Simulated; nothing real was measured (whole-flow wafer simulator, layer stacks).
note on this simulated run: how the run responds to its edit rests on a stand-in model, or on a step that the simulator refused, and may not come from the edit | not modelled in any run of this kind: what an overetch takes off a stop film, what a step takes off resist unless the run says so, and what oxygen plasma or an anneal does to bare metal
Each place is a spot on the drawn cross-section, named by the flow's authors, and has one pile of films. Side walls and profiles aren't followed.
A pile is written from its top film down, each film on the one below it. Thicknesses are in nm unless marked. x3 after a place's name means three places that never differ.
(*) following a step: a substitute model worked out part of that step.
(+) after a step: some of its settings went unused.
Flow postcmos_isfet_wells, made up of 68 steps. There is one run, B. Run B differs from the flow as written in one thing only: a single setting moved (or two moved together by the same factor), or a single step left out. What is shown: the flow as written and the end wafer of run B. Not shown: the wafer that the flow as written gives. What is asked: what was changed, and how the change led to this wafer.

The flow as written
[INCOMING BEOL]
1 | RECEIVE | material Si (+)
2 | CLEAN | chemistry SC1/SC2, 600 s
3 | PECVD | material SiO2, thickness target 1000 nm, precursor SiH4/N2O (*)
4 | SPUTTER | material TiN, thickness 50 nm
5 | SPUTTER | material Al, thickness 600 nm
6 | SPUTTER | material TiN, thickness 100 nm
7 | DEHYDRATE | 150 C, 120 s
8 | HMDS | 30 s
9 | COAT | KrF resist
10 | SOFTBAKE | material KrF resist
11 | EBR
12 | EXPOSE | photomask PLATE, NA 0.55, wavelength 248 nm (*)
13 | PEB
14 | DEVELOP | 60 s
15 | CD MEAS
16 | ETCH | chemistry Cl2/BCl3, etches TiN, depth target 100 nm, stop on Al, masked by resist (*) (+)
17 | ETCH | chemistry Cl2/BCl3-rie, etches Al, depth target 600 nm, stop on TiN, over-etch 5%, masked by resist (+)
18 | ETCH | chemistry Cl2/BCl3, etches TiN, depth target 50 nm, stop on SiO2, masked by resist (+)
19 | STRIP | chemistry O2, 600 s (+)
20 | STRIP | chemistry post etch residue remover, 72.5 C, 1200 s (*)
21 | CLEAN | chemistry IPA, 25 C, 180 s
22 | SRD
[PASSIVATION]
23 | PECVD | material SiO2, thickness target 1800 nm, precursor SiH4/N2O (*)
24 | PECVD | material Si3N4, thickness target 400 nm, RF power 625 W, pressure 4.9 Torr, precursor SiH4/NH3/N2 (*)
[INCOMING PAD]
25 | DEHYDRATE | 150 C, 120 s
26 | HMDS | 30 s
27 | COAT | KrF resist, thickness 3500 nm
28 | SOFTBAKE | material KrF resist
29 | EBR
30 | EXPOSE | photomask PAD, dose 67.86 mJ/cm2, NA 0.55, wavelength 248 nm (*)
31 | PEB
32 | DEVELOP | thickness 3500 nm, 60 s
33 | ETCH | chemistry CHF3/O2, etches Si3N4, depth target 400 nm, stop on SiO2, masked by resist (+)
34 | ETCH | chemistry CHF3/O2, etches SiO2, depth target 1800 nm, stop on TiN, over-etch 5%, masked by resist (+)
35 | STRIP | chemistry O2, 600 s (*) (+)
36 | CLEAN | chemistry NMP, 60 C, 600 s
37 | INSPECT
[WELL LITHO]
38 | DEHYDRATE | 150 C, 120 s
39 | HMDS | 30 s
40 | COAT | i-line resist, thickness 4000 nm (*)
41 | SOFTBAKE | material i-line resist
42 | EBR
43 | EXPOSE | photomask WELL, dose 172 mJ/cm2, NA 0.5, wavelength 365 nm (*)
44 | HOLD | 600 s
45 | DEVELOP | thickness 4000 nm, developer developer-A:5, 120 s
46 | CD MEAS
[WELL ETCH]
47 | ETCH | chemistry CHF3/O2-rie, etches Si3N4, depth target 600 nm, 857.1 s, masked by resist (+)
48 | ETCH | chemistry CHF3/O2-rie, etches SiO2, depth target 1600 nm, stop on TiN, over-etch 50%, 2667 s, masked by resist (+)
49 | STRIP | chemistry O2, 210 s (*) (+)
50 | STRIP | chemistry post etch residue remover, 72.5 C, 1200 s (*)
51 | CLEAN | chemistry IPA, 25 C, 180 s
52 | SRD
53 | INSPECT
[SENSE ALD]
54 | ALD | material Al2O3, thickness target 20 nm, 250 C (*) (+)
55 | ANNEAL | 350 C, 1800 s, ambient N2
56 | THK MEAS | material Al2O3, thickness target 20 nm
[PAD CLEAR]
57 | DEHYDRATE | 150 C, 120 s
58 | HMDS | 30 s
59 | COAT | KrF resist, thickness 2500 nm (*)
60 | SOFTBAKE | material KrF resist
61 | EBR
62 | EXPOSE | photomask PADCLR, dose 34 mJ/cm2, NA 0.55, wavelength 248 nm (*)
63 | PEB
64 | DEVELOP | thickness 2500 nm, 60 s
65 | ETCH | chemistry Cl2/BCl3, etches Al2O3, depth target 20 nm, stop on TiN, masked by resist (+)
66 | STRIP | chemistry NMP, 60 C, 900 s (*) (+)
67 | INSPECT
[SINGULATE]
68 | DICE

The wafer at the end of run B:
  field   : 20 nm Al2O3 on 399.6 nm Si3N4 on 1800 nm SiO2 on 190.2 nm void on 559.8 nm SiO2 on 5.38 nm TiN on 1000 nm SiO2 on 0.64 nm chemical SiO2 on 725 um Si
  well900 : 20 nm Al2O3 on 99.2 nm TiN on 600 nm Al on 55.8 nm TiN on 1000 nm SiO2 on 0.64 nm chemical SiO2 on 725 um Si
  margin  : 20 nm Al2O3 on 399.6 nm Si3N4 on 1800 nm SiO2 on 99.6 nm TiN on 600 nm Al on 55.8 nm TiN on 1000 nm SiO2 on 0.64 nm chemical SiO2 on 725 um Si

The reason: step 4, SPUTTER: thickness 55.8 nm was run, though the flow has thickness 50 nm.
The wafer lets one read it off: well900 has TiN 55.8, and step 4 as written asks for 50 nm.

Step by step, how the change led to this:
  4 | SPUTTER | material TiN, thickness 50 nm
      field, margin, well900, well1300 x3, pad_rim, pad_clr, pad_open: +55.8 TiN (new film) (as written it would have been: +50 TiN (new film))
  18 | ETCH | chemistry Cl2/BCl3, etches TiN, depth target 50 nm, stop on SiO2, masked by resist (+)
      field: -50 TiN (as written it would have been: -50 TiN (all of it))
  23 | PECVD | material SiO2, thickness target 1800 nm, precursor SiH4/N2O (*)
      field: +1800 SiO2 (new film), +190.2 void (new film), +559.8 SiO2 (new film) (as written it would have been: +1800 SiO2 (new film), +189.9 void (new film), +559.7 SiO2)
If metal films that touch count as one body, field has 1 body; the flow as written gives 0 bodies.
